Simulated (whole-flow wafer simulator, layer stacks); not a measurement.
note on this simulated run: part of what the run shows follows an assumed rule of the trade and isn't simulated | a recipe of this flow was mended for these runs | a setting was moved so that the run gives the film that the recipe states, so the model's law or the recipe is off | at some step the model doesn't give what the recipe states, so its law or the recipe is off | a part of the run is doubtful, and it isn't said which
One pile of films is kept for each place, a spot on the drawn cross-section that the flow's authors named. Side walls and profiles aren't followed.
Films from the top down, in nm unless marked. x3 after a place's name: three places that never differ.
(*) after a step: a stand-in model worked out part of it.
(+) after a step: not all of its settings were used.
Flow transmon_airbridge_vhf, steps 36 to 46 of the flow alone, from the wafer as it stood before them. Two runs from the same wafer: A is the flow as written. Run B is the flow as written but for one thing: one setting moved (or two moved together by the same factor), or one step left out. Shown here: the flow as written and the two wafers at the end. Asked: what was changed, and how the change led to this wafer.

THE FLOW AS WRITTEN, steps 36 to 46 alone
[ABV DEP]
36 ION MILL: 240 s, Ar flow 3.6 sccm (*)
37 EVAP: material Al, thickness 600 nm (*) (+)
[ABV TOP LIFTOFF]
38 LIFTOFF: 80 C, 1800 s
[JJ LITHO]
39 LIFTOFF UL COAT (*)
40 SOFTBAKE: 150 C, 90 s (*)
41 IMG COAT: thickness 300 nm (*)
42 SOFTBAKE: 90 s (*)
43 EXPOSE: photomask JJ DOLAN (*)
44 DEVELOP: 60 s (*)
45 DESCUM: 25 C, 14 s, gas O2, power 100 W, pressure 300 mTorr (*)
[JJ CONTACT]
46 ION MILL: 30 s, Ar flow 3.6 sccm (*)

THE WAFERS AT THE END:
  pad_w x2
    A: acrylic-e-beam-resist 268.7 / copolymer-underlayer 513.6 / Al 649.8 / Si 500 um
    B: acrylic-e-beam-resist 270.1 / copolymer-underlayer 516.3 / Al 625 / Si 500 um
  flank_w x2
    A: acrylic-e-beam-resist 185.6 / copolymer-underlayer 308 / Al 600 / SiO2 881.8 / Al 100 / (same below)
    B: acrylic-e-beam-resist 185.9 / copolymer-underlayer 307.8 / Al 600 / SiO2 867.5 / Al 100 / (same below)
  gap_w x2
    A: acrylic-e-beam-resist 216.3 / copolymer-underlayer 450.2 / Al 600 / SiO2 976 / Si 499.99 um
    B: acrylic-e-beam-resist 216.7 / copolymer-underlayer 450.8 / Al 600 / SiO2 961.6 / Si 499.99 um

The cause: step 36, ION MILL: 384 s was run, where the flow has 240 s.

How the change led to this, step by step:
  36 ION MILL: 240 s, Ar flow 3.6 sccm (*)
      field x3, jj_line, ground_far, trace_open_s x2, margin_s, margin_n: A i-line-resist -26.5 | B i-line-resist -42.4
      flank_w x2, gap_w x2, cpw_trace, bridge_strip: A SiO2 -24 | B SiO2 -38.4
      (and at 2 more places)
  38 LIFTOFF: 80 C, 1800 s
      field x3, jj_line, trace_open_s x2: A Al -600 (all of it), i-line-resist -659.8 (all of it), lift-off-underlayer -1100 (all of it), acrylic-e-beam-resist -240 (all of it) | B Al -600 (all of it), i-line-resist -643.9 (all of it), lift-off-underlayer -1100 (all of it), acrylic-e-beam-resist -240 (all of it)
      margin_s, margin_n: A Al -600 (all of it), i-line-resist -378.2 (all of it), lift-off-underlayer -823.4 (all of it), acrylic-e-beam-resist -168.6 (all of it) | B Al -600 (all of it), i-line-resist -362.4 (all of it), lift-off-underlayer -823.4 (all of it), acrylic-e-beam-resist -168.6 (all of it)
      (and at 1 more place)
